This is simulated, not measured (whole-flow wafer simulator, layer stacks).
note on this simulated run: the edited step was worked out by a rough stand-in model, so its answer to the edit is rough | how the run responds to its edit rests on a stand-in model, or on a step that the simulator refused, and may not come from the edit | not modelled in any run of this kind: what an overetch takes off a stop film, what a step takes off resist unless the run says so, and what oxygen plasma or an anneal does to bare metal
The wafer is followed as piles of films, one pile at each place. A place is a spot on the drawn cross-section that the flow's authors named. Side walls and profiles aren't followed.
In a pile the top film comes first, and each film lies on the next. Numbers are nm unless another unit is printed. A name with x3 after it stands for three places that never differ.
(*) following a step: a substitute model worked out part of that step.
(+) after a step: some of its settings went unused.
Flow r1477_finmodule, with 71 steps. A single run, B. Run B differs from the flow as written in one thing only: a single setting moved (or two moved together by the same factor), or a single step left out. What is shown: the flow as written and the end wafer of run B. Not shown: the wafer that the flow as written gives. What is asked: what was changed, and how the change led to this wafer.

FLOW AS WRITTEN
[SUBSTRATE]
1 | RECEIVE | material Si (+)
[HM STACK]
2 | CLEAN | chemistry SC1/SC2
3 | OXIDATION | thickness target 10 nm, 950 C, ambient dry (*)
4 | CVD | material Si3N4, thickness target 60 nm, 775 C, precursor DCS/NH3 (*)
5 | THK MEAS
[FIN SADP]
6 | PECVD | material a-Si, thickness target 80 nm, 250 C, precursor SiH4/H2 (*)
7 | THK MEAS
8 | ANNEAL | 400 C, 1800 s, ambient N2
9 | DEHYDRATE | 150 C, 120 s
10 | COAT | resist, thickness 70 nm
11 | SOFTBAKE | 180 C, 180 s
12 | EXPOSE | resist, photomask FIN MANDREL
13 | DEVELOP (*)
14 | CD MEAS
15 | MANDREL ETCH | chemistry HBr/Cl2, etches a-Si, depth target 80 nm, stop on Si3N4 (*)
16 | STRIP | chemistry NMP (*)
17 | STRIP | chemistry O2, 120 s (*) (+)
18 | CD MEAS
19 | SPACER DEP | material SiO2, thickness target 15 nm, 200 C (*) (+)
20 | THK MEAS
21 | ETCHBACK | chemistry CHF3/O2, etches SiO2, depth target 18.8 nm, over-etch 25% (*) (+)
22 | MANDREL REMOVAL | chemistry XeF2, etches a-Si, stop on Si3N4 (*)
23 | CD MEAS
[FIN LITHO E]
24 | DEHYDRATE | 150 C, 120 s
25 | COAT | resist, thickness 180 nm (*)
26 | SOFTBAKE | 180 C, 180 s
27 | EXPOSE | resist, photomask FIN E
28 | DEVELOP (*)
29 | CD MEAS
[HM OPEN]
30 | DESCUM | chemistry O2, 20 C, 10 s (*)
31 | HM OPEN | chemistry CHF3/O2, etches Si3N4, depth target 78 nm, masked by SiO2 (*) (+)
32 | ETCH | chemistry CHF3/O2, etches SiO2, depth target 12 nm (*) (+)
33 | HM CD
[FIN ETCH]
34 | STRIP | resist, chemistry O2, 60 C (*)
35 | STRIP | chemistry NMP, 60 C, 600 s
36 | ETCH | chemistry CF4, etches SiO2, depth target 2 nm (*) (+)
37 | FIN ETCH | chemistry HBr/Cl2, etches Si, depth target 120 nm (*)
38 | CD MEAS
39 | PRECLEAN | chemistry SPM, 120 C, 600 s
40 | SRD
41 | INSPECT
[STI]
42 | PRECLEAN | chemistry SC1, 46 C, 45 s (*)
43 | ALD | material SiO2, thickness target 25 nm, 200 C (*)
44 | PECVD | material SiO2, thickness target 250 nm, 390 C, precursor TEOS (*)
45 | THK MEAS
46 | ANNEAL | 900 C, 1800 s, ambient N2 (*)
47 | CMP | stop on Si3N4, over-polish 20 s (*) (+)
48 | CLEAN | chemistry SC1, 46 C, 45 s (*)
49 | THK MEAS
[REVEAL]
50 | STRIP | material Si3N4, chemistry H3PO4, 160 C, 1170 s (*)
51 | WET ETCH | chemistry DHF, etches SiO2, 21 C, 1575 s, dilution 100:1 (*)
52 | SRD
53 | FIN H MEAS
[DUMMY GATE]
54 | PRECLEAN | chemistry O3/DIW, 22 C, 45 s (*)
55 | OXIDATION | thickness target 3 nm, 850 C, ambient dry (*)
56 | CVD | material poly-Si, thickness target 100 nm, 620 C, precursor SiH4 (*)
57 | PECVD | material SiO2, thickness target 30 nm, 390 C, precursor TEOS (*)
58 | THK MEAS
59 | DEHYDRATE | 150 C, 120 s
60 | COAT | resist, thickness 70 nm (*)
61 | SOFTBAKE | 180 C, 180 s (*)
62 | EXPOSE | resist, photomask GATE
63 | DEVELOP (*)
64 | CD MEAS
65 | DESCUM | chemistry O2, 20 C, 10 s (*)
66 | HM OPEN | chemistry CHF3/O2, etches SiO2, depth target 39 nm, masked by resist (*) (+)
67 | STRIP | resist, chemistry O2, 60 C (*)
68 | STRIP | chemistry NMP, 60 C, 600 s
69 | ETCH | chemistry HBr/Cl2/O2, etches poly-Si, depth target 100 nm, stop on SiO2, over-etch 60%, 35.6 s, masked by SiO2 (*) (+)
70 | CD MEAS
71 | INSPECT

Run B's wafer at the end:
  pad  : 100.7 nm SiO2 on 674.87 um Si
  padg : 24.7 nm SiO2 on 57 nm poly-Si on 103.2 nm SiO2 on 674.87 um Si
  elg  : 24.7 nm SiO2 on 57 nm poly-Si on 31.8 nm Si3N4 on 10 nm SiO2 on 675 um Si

The reason: step 56, CVD: thickness target 57 nm was run, though the flow has thickness target 100 nm.
The wafer lets one read it off: padg has poly-Si 57, and step 56 as written asks for 100 nm.

The path from the change to this, step by step:
  56 | CVD | material poly-Si, thickness target 100 nm, 620 C, precursor SiH4 (*)
      pad, padg, elg and 26 more: poly-Si gains 57 (new film) (as written it would have been: poly-Si gains 100 (new film))
      s40cg, s40co: poly-Si gains 69.3 (new film) (as written it would have been: poly-Si gains 113.9 (new film))
      (also at 5 further places)
  60 | COAT | resist, thickness 70 nm (*)
      s45cg, s45co: resist gains 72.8 (new film) (as written it would have been: resist gains 71 (new film))
      s50cg, s50co: resist gains 73.8 (new film) (as written it would have been: resist gains 71.5 (new film))
  63 | DEVELOP (*)
      s45co: resist loses 72.8 (all of it) (as written it would have been: resist loses 71 (all of it))
      s50co: resist loses 73.8 (all of it) (as written it would have been: resist loses 71.5 (all of it))
  67 | STRIP | resist, chemistry O2, 60 C (*)
      s40cg: resist loses 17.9 (all of it) (as written it would have been: resist loses 16.5 (all of it))
      s45cg: resist loses 18.7 (all of it) (as written it would have been: resist loses 16.9 (all of it))
      (also at 1 further place)
  69 | ETCH | chemistry HBr/Cl2/O2, etches poly-Si, depth target 100 nm, stop on SiO2, over-etch 60%, 35.6 s, masked by SiO2 (*) (+)
      pad, eso, e40so and 8 more: chemical SiO2 loses 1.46 (all of it), poly-Si loses 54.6 (all of it), SiO2 loses 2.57 (as written it would have been: chemical SiO2 loses 1.46 (all of it), poly-Si loses 97.6 (all of it), SiO2 loses 0.42)
      elo, e40lo, e100lo, e200lo: chemical SiO2 loses 1.46 (all of it), poly-Si loses 54.6 (all of it), Si3N4 loses 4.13 (as written it would have been: chemical SiO2 loses 1.46 (all of it), poly-Si loses 97.6 (all of it), Si3N4 loses 0.22)
      (also at 3 further places)
